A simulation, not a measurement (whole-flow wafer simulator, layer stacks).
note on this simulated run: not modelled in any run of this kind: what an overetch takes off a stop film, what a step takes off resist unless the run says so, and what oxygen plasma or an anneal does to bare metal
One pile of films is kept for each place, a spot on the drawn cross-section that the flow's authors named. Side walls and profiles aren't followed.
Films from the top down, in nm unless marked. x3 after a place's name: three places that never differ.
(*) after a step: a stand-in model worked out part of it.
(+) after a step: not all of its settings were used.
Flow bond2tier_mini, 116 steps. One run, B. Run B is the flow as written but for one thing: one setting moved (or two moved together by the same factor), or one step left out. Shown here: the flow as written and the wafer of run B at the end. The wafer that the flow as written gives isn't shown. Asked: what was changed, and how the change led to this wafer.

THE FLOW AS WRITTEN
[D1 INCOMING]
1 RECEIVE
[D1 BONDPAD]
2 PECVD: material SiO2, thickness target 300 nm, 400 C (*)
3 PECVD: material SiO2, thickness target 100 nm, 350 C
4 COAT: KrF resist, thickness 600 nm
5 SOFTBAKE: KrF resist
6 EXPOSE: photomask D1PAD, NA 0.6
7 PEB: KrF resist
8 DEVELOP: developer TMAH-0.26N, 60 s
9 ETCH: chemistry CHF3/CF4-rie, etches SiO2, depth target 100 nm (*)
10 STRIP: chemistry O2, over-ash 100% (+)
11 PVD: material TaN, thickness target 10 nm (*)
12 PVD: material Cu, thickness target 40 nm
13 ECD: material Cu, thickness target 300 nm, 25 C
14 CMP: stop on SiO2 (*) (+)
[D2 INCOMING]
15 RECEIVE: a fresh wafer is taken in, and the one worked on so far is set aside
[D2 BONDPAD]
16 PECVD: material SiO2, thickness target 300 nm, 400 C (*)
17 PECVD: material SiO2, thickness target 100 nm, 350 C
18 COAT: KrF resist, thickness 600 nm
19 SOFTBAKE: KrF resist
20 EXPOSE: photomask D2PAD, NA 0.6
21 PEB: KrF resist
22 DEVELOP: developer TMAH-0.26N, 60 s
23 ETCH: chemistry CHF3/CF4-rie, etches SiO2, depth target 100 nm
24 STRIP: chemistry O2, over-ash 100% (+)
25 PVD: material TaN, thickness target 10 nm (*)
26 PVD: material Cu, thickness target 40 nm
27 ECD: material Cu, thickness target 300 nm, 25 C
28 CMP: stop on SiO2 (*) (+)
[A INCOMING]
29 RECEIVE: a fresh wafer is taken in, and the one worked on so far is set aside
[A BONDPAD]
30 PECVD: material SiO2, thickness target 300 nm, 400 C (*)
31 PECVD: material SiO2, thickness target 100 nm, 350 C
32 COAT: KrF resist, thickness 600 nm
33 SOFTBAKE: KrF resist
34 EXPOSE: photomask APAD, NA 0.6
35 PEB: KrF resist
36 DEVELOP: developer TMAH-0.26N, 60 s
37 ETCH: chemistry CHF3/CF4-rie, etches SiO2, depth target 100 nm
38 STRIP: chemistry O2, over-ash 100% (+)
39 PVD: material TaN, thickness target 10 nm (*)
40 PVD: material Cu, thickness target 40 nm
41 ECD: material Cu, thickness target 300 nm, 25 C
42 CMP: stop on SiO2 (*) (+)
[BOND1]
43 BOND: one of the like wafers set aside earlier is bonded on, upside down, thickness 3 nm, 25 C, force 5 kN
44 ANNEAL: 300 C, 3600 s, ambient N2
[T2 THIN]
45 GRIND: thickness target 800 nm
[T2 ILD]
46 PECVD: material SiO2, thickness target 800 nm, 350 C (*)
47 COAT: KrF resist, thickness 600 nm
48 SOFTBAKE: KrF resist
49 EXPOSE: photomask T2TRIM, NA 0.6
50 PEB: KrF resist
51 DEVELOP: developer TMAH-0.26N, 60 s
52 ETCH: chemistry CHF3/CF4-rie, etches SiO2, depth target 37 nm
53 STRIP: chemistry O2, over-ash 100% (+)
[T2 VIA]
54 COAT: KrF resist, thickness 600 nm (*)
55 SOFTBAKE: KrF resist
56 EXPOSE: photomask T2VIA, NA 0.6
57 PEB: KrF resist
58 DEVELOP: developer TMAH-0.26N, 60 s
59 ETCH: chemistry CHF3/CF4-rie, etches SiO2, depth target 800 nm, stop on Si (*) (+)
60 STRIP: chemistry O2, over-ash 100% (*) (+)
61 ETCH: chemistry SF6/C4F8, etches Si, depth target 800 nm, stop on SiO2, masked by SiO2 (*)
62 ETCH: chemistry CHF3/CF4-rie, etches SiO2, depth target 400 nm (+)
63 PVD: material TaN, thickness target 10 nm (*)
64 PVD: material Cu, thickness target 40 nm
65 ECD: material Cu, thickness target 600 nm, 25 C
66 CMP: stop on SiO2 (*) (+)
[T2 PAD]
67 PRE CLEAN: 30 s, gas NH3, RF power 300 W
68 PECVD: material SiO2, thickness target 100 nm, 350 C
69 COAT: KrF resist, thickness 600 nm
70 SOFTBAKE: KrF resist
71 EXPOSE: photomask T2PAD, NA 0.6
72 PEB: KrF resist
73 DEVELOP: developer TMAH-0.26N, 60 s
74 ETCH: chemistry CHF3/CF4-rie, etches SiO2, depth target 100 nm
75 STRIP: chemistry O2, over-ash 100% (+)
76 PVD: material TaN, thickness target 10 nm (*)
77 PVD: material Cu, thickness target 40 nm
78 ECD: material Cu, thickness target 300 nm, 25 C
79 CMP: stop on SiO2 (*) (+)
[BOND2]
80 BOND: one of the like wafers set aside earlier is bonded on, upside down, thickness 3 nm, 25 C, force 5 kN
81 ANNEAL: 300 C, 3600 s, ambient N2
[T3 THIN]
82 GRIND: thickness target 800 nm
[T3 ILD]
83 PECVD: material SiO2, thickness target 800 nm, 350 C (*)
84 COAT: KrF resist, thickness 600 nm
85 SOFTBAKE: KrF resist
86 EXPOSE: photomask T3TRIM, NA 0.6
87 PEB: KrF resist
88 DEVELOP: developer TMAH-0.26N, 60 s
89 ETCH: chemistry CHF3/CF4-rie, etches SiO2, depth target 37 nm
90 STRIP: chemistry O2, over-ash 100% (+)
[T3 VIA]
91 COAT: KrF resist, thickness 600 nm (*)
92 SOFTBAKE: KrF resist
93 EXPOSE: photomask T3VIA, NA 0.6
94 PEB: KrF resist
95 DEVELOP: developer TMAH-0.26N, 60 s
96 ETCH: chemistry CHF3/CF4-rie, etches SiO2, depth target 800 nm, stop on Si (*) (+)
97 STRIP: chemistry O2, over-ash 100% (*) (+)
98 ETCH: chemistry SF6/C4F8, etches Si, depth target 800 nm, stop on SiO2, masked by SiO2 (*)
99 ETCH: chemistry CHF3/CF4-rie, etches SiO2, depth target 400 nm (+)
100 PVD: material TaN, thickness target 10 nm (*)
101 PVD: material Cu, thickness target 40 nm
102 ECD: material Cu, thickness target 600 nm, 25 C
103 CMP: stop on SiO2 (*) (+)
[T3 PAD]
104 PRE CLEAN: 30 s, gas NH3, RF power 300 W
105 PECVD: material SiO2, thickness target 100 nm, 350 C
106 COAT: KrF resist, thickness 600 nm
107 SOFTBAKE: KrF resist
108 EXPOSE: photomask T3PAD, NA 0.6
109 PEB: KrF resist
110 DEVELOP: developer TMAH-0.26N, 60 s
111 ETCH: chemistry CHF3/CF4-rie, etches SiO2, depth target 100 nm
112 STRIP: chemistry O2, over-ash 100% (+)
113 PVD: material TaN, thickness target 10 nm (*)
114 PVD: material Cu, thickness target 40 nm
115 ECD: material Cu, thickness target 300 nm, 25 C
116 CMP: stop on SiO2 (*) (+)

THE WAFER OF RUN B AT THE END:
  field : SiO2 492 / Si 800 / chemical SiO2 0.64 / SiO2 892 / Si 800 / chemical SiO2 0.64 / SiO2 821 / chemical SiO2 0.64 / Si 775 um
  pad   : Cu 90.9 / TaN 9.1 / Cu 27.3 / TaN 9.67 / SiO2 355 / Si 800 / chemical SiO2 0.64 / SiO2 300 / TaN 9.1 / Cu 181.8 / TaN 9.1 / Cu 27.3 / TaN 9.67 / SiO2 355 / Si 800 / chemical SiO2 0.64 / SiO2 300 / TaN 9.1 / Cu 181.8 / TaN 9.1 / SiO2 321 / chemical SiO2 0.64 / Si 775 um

The cause: step 31, PECVD: thickness target 121 nm was run, where the flow has thickness target 100 nm.

How the change led to this, step by step:
  31 PECVD: material SiO2, thickness target 100 nm, 350 C
      field, pad, via: SiO2 +121 (as written it would be: SiO2 +100)
